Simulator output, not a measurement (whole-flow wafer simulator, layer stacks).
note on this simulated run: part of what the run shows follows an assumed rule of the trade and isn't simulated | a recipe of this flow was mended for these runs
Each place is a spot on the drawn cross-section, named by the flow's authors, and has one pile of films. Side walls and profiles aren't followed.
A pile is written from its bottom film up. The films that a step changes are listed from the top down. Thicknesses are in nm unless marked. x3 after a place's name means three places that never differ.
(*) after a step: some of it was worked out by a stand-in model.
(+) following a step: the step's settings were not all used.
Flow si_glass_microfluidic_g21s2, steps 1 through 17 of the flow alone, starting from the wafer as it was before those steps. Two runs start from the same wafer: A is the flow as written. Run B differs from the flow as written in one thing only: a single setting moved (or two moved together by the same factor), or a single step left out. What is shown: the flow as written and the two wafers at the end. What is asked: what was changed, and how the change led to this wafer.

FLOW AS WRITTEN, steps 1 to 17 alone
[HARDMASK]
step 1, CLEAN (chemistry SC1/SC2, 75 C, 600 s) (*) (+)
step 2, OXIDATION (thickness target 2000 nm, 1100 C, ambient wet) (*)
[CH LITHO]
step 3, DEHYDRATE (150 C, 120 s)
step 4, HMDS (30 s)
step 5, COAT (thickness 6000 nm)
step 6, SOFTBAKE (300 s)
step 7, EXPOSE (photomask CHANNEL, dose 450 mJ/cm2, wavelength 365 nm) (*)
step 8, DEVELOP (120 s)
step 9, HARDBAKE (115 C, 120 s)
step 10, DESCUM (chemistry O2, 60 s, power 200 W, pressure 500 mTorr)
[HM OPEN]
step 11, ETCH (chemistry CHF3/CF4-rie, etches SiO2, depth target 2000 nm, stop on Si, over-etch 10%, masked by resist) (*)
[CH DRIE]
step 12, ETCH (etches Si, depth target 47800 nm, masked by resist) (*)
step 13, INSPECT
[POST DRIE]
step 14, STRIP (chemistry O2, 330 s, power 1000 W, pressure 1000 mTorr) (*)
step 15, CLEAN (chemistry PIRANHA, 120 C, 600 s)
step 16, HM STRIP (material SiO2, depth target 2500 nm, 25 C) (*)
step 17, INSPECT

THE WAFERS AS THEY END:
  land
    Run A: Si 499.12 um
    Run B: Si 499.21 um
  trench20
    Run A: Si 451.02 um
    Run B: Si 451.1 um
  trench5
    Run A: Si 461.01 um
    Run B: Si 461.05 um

What caused this: step 2, OXIDATION: 1065 C was run, whereas the flow has 1100 C.

Step by step, how the change led to this:
  step 2, OXIDATION (thickness target 2000 nm, 1100 C, ambient wet) (*)
      land, trench20, trench5, trench200: A SiO2 gains 2000 (new film), chemical SiO2 loses 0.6 (all of it), Si loses 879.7 | B SiO2 gains 1793.7 (new film), chemical SiO2 loses 0.6 (all of it), Si loses 789
  step 11, ETCH (chemistry CHF3/CF4-rie, etches SiO2, depth target 2000 nm, stop on Si, over-etch 10%, masked by resist) (*)
      trench20, trench5, trench200: A SiO2 loses 2000 (all of it), Si loses 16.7 | B SiO2 loses 1793.7 (all of it), Si loses 33.9
      land: A thick-i-line-resist loses 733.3 | B thick-i-line-resist loses 657.7
  step 12, ETCH (etches Si, depth target 47800 nm, masked by resist) (*)
      trench5: A Si loses 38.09 um | B Si loses 38.12 um
      trench200: A Si loses 54.08 um | B Si loses 54.06 um
  step 16, HM STRIP (material SiO2, depth target 2500 nm, 25 C) (*)
      land: A SiO2 loses 2000 (all of it) | B SiO2 loses 1793.7 (all of it)
